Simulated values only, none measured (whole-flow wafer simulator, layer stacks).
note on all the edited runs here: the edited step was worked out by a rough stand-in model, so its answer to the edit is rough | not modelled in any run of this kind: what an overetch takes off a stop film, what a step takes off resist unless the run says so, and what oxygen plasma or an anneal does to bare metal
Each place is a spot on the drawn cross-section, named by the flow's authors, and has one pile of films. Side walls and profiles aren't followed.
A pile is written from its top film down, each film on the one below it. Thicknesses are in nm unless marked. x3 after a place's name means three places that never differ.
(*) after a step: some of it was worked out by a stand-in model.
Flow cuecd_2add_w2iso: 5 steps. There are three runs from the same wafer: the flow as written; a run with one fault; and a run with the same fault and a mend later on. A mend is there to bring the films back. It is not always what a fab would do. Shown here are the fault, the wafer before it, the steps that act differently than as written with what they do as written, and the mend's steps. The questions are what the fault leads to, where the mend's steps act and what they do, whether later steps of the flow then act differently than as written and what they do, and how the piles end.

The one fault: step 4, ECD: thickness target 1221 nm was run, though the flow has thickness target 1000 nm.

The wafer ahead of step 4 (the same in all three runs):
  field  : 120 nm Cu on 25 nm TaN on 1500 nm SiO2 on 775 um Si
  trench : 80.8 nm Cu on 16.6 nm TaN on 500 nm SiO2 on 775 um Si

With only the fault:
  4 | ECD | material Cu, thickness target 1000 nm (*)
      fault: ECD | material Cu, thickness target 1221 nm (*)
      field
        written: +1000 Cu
        fault: +1221 Cu
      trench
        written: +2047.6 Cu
        fault: +2268.6 Cu
  Every later step of the flow that is run acts as written at every place that is followed.
  The piles end different from the flow's at field, trench by more than 2% or 0.5 nm, whichever is larger.
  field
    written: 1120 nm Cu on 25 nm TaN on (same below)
    fault: 1341 nm Cu on 25 nm TaN on (same below)
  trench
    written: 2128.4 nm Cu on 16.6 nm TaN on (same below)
    fault: 2349.4 nm Cu on 16.6 nm TaN on (same below)

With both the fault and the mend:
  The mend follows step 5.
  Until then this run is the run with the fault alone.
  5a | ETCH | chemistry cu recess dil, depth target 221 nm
      field, trench
        -221 Cu
  Every later step of the flow that is run acts as written at every place that is followed.
  By the end, the piles equal the flow's at every place that both follow.
